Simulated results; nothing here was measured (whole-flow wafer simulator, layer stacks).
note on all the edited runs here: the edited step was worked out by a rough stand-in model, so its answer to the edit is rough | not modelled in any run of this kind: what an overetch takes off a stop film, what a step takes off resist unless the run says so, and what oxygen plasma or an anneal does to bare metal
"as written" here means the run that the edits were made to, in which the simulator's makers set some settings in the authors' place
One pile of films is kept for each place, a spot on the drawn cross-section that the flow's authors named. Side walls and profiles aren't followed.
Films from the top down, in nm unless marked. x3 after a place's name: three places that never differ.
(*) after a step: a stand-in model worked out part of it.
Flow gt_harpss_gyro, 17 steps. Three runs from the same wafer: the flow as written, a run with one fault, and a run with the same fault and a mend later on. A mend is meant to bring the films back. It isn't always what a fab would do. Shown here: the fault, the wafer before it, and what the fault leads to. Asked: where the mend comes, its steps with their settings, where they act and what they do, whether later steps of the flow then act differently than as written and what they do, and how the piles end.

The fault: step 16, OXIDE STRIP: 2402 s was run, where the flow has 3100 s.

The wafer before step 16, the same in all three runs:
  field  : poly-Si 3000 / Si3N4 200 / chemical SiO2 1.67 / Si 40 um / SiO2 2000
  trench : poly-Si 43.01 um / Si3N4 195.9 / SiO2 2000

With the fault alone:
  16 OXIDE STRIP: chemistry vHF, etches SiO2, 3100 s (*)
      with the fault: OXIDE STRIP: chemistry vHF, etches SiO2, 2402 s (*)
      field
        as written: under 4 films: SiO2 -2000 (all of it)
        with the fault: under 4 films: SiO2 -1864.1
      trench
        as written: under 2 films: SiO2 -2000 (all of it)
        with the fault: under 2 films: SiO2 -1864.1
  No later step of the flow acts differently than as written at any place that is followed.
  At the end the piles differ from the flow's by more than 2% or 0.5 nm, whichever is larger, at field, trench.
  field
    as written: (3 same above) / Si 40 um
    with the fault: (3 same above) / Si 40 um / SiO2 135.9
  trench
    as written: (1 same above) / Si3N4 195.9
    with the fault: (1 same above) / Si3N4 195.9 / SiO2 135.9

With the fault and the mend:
  The mend comes after step 17.
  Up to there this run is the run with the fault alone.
  17a OXIDE STRIP: chemistry vHF, etches SiO2, 698 s (*) (the flow's step 16 once more, with other settings)
      field
        under 4 films: SiO2 -135.9 (all of it)
      trench
        under 2 films: SiO2 -135.9 (all of it)
  No later step of the flow acts differently than as written at any place that is followed.
  At the end the piles are the same as the flow's at every place that both follow.
